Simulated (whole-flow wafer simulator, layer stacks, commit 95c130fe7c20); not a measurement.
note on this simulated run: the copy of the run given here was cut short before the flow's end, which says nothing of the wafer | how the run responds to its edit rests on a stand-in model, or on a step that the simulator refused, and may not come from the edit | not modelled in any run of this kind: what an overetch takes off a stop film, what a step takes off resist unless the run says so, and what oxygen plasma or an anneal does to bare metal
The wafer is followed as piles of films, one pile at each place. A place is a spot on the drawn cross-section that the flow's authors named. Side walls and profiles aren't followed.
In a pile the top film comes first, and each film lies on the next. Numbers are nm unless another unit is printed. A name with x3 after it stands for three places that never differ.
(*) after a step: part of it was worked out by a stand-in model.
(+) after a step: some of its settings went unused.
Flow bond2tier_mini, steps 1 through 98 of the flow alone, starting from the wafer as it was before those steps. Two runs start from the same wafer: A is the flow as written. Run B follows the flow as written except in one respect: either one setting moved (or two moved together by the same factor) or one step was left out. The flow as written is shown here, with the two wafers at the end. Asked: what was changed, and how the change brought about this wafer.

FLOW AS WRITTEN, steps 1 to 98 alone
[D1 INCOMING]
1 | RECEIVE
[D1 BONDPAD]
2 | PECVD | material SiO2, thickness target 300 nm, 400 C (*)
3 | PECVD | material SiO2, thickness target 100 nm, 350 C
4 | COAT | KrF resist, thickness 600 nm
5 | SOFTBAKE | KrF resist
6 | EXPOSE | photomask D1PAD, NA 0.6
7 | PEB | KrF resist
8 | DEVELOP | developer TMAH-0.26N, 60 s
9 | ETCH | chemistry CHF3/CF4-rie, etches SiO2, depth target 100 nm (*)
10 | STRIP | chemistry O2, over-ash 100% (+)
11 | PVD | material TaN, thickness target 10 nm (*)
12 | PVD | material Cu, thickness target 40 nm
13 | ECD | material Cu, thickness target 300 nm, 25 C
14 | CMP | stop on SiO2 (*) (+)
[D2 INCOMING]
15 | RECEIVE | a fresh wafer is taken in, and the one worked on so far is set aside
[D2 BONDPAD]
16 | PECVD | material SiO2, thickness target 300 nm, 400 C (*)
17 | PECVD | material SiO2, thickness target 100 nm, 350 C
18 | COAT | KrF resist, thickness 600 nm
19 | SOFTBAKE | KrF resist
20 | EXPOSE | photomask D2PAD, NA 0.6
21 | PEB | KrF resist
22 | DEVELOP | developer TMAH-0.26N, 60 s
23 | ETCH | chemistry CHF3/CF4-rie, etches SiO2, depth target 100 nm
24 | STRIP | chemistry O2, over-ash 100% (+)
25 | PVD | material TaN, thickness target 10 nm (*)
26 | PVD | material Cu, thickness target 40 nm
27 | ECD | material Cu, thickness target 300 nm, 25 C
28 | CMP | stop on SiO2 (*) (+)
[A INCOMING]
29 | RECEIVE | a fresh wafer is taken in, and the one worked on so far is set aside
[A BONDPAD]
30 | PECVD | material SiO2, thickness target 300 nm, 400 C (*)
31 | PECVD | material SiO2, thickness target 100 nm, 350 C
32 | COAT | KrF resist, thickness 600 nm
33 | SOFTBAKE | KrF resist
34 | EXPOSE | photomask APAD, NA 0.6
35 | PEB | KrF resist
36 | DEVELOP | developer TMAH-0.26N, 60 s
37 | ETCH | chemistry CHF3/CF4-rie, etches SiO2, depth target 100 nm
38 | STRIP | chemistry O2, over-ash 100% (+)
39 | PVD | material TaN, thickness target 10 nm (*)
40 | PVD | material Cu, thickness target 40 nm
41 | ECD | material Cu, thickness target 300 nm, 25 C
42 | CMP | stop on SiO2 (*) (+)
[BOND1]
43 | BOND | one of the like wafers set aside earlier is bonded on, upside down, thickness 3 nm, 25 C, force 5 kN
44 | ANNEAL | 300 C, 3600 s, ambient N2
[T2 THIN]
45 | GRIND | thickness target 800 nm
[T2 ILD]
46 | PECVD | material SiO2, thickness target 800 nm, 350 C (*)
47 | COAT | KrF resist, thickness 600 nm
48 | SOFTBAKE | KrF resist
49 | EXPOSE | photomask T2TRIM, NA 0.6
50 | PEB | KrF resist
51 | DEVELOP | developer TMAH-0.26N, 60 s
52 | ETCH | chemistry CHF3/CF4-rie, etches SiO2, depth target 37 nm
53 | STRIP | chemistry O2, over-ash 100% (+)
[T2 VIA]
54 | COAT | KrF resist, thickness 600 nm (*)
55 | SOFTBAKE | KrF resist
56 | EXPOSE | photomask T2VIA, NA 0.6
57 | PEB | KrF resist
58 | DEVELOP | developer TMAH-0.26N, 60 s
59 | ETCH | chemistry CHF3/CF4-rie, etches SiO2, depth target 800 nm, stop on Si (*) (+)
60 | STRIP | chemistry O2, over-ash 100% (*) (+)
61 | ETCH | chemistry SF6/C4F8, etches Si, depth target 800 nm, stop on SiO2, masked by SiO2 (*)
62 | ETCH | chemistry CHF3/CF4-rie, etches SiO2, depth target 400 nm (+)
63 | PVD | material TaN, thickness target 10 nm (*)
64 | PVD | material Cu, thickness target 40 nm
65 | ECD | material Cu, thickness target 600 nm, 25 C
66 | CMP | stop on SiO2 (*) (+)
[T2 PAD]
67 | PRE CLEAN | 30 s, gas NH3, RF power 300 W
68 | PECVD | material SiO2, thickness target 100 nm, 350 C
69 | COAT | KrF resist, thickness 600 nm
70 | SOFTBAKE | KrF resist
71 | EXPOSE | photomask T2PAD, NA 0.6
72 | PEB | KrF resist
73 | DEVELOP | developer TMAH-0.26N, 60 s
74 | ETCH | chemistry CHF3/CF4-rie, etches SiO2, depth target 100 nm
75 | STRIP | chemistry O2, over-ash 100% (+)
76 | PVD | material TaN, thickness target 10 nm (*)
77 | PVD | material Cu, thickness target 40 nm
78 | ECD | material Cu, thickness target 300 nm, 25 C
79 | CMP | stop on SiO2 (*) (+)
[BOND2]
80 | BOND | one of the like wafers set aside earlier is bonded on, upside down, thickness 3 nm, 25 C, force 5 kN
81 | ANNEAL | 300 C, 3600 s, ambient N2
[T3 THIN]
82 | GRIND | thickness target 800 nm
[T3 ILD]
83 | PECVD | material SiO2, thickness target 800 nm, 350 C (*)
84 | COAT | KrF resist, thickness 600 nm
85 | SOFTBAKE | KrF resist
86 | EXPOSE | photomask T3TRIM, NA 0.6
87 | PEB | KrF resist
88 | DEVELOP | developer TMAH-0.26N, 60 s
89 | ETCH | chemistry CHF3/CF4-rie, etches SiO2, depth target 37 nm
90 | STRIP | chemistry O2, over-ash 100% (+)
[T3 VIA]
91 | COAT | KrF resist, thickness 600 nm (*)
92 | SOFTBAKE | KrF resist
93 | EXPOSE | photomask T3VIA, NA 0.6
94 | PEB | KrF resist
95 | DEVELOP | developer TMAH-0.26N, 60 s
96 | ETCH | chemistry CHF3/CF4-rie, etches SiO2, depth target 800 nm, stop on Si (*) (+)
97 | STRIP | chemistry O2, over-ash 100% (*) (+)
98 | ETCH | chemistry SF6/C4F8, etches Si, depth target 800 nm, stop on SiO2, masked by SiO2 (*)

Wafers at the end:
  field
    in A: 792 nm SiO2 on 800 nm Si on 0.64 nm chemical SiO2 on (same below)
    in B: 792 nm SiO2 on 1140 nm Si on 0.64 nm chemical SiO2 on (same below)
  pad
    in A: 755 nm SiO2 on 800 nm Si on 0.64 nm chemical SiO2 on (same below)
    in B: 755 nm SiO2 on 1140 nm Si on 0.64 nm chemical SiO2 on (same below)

The reason: step 82, GRIND: thickness target 1140 nm was run, whereas the flow has thickness target 800 nm.
The wafer itself shows it: field has Si 1140, and step 82 as written asks for 800 nm.

The path from the change to this, step by step:
  82 | GRIND | thickness target 800 nm
      field, pad: A -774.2 um Si | B -773.86 um Si
